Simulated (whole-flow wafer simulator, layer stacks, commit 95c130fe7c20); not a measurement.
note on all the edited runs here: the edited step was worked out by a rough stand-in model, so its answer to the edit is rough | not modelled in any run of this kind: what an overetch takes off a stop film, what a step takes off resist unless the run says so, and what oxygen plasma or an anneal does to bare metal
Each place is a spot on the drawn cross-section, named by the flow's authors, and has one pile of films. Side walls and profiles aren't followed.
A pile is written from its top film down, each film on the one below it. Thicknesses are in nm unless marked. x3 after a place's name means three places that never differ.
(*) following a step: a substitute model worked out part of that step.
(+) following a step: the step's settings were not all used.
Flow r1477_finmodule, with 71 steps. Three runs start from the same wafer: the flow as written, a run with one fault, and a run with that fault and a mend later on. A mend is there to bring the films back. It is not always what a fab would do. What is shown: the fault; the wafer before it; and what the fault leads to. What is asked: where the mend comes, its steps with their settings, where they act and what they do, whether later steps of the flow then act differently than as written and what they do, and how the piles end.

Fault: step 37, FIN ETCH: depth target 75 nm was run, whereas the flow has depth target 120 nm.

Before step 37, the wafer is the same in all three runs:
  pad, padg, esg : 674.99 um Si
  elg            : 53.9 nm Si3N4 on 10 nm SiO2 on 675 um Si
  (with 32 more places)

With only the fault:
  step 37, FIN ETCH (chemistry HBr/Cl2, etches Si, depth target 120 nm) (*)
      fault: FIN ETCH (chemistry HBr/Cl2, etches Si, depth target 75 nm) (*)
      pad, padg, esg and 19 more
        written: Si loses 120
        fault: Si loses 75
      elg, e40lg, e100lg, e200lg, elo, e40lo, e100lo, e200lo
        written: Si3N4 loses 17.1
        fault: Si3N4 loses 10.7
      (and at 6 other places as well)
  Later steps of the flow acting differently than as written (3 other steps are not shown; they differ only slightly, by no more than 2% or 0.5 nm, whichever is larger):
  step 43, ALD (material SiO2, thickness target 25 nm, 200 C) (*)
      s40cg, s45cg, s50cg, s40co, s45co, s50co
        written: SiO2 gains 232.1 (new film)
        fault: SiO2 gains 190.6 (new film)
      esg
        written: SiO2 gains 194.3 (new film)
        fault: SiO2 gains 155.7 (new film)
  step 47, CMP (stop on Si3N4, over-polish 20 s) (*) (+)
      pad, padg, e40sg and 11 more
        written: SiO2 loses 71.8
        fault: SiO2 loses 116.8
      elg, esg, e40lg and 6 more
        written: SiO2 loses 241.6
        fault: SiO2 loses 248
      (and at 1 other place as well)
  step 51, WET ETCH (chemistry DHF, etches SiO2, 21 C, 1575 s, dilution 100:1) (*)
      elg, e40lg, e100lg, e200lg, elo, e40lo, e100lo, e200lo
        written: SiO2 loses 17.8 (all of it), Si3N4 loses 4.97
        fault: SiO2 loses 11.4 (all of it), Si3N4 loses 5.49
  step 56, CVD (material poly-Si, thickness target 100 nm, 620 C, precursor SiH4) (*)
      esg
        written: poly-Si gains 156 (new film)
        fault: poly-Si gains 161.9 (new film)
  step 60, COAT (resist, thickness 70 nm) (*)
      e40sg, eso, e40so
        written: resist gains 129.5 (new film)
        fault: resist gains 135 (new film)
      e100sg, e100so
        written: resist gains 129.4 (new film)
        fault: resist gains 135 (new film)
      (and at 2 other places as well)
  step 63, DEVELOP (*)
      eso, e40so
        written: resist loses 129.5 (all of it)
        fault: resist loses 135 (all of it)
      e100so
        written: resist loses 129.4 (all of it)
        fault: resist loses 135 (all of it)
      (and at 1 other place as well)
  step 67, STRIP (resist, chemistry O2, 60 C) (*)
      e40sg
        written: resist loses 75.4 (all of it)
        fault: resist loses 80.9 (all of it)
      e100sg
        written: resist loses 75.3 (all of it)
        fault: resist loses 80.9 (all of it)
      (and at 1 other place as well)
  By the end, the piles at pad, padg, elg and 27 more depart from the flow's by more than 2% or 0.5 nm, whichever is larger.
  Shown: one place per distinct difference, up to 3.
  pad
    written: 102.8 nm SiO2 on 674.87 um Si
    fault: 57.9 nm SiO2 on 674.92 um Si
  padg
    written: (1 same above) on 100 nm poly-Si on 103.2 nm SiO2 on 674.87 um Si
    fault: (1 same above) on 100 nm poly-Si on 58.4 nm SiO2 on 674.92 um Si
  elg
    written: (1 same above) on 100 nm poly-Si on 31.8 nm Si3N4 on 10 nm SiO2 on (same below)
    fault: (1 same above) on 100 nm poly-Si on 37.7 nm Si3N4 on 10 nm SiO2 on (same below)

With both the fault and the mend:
  After step 38 comes the mend.
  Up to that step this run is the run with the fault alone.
  step 38a, FIN ETCH (chemistry HBr/Cl2, etches Si, depth target 45 nm) (*) (the flow's step 37, run once more with other settings)
      pad, padg, esg and 19 more
        Si loses 45
      elg, e40lg, e100lg, e200lg, elo, e40lo, e100lo, e200lo
        Si3N4 loses 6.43
      s40sg_line, s45sg_line, s50sg_line, s40so_line, s45so_line, s50so_line
        SiO2 loses 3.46
  None of the later steps of the flow acts differently than as written at any place that is followed.
  By the end, the piles equal the flow's at every place that both follow.
